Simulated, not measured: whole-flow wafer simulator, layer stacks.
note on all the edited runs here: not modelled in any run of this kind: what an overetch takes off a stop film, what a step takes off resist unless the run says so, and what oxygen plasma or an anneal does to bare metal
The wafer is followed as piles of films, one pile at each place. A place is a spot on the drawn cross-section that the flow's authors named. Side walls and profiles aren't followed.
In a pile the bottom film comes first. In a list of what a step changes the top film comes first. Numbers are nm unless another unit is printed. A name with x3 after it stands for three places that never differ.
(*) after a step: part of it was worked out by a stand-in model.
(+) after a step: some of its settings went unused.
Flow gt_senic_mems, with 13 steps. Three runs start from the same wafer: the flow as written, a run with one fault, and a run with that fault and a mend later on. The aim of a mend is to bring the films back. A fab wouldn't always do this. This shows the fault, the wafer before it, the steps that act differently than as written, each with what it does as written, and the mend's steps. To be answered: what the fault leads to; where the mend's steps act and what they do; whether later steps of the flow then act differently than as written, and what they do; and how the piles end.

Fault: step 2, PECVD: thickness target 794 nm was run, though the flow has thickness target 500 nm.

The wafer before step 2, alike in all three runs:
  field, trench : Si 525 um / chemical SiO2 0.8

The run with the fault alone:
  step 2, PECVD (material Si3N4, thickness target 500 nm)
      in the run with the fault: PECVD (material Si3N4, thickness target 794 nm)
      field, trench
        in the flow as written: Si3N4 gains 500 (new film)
        in the run with the fault: Si3N4 gains 794 (new film)
  Later steps of the flow acting differently than as written (not shown: 2 more steps that differ only slightly, by at most 2% or 0.5 nm, whichever is larger):
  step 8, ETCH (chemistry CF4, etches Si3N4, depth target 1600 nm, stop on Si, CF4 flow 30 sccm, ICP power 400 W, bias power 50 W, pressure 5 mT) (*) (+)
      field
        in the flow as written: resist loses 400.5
        in the run with the fault: resist loses 596.5
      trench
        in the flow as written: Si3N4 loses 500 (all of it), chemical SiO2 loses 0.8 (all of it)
        in the run with the fault: Si3N4 loses 794 (all of it), chemical SiO2 loses 0.8 (all of it)
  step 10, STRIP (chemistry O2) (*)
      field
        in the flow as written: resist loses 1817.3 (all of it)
        in the run with the fault: resist loses 1621.3 (all of it)
  The piles end different from the flow's at field by more than 2% or 0.5 nm, whichever is larger.
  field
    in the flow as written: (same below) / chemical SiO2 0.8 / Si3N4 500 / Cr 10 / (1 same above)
    in the run with the fault: (same below) / chemical SiO2 0.8 / Si3N4 794 / Cr 10 / (1 same above)

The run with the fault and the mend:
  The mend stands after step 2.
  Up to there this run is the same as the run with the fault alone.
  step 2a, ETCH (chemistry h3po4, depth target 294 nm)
      field, trench
        Si3N4 loses 294
  Every later step of the flow that is run acts as written at every place that is followed.
  The piles end the same as the flow's at every place that both follow.
